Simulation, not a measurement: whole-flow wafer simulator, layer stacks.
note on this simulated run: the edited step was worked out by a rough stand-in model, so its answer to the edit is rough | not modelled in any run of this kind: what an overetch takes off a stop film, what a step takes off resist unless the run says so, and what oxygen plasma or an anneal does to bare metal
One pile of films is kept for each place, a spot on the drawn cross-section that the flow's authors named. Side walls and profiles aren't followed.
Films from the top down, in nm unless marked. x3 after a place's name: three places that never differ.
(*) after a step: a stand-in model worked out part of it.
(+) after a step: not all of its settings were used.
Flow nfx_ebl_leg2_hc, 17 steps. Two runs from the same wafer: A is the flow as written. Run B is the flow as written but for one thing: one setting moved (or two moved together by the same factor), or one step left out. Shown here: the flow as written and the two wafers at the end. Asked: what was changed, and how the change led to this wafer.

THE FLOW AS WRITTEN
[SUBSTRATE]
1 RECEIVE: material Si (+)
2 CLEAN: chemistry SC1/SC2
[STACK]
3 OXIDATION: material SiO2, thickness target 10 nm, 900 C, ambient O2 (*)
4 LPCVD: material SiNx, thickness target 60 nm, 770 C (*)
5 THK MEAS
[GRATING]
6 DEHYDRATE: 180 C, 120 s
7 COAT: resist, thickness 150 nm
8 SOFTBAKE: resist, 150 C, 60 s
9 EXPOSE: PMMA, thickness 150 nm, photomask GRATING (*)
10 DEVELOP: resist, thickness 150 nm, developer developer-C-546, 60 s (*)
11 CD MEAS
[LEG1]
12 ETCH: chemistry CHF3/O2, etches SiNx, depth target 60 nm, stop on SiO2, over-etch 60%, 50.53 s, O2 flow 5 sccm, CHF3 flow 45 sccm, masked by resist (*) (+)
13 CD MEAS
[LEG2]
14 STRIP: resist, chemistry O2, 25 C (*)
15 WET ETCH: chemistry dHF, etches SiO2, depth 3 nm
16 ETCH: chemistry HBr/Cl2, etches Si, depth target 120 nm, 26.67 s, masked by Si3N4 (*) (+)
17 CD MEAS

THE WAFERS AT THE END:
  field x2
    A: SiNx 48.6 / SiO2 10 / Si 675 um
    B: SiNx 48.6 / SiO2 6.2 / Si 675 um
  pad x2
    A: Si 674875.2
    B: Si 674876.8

The cause: step 3, OXIDATION: thickness target 6.2 nm was run, where the flow has thickness target 10 nm.
It can be read off the wafer: field x2 has SiO2 6.2, and step 3 as written asks for 10 nm.

How the change led to this, step by step:
  3 OXIDATION: material SiO2, thickness target 10 nm, 900 C, ambient O2 (*)
      field x2, pad x2: A SiO2 +10 (new film), chemical SiO2 -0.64 (all of it), Si -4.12 | B SiO2 +6.2 (new film), chemical SiO2 -0.64 (all of it), Si -2.44
  12 ETCH: chemistry CHF3/O2, etches SiNx, depth target 60 nm, stop on SiO2, over-etch 60%, 50.53 s, O2 flow 5 sccm, CHF3 flow 45 sccm, masked by resist (*) (+)
      pad x2: A SiNx -60 (all of it), SiO2 -10 (all of it) | B SiNx -60 (all of it), SiO2 -6.2 (all of it)
